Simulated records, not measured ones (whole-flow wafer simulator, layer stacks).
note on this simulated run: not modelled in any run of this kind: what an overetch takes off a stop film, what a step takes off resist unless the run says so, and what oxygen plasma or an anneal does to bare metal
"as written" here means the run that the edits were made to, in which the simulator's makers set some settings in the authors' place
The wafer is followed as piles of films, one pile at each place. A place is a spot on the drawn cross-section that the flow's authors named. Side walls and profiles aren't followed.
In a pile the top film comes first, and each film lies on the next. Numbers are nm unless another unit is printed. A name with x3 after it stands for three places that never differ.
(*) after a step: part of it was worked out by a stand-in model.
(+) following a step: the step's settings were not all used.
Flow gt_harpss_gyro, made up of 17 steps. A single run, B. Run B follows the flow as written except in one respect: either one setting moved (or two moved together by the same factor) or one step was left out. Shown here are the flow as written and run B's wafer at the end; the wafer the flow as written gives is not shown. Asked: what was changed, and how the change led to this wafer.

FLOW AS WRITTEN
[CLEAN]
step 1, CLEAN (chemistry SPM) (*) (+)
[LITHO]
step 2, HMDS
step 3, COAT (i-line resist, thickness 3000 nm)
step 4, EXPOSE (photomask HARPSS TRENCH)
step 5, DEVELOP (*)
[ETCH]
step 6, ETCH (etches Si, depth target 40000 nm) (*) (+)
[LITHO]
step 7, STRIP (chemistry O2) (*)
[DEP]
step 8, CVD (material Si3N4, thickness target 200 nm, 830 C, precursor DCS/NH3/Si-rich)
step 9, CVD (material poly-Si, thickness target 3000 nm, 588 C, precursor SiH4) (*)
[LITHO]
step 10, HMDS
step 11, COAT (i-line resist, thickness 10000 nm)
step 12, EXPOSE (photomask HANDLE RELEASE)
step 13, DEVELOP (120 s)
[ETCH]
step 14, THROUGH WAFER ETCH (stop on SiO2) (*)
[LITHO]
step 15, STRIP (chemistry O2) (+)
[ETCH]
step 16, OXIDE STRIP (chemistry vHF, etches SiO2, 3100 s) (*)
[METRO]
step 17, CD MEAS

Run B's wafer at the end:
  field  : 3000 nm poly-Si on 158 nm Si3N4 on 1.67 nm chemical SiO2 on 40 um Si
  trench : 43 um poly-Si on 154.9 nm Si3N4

What caused this: step 8, CVD: thickness target 158 nm was run, though the flow has thickness target 200 nm.
One can read it off the wafer: field has Si3N4 158, and step 8 as written asks for 200 nm.

How this came from the change, step by step:
  step 8, CVD (material Si3N4, thickness target 200 nm, 830 C, precursor DCS/NH3/Si-rich)
      field: Si3N4 gains 158 (new film) (in the flow as written it would be: Si3N4 gains 200 (new film))
      trench: Si3N4 gains 154.9 (new film) (in the flow as written it would be: Si3N4 gains 195.9 (new film))
  step 9, CVD (material poly-Si, thickness target 3000 nm, 588 C, precursor SiH4) (*)
      trench: poly-Si gains 43 um (new film) (in the flow as written it would be: poly-Si gains 43.01 um (new film))
